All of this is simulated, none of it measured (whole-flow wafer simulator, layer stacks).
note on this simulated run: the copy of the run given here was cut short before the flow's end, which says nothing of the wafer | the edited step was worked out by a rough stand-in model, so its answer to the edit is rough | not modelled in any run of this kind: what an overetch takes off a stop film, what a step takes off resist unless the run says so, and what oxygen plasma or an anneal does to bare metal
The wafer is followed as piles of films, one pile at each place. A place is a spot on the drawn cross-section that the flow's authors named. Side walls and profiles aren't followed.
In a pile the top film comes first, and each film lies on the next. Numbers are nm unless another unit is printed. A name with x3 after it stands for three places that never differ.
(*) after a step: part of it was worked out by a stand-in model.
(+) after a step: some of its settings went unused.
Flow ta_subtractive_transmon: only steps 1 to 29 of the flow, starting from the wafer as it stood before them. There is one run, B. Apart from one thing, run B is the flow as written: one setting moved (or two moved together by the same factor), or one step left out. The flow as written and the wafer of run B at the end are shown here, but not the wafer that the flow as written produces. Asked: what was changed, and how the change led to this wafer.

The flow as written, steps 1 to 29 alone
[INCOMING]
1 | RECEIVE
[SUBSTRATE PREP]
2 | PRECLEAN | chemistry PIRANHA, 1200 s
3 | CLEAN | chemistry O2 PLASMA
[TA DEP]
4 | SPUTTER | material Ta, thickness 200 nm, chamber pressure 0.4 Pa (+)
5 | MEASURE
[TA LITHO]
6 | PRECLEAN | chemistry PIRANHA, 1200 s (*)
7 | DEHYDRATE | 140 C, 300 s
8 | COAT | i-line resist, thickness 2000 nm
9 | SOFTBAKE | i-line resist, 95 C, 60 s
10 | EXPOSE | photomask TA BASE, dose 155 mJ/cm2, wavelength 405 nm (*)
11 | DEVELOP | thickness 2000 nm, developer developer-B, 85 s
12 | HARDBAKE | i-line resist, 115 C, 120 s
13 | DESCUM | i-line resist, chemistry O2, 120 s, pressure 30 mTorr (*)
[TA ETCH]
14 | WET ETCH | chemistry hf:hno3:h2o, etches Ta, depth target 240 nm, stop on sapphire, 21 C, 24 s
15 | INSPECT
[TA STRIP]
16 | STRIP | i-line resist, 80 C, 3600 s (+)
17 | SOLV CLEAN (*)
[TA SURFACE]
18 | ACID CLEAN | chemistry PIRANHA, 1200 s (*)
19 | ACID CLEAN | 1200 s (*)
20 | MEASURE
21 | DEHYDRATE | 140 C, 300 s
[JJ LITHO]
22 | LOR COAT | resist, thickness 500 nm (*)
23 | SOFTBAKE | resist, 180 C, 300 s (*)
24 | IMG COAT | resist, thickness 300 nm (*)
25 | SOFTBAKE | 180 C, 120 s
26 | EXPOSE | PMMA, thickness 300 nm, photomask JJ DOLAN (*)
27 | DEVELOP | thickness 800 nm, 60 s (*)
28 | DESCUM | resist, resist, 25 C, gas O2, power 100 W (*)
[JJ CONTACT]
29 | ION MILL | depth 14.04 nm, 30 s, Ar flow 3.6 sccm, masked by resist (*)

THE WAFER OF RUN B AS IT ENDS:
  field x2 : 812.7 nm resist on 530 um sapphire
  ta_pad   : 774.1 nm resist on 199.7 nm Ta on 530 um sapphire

What caused this: step 24, IMG COAT: thickness 345 nm was run, though the flow has thickness 300 nm.

How this came from the change, step by step:
  24 | IMG COAT | resist, thickness 300 nm (*)
      field x2, jj_line: +345 resist (in the flow as written it would be: +300 resist)
      lead: +358.9 resist (in the flow as written it would be: +312.6 resist)
      (and at 2 other places as well)
  27 | DEVELOP | thickness 800 nm, 60 s (*)
      jj_line: -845 resist (all of it) (in the flow as written it would be: -800 resist (all of it))
      lead: -913.7 resist (all of it) (in the flow as written it would be: -867.4 resist (all of it))
      (and at 1 other place as well)
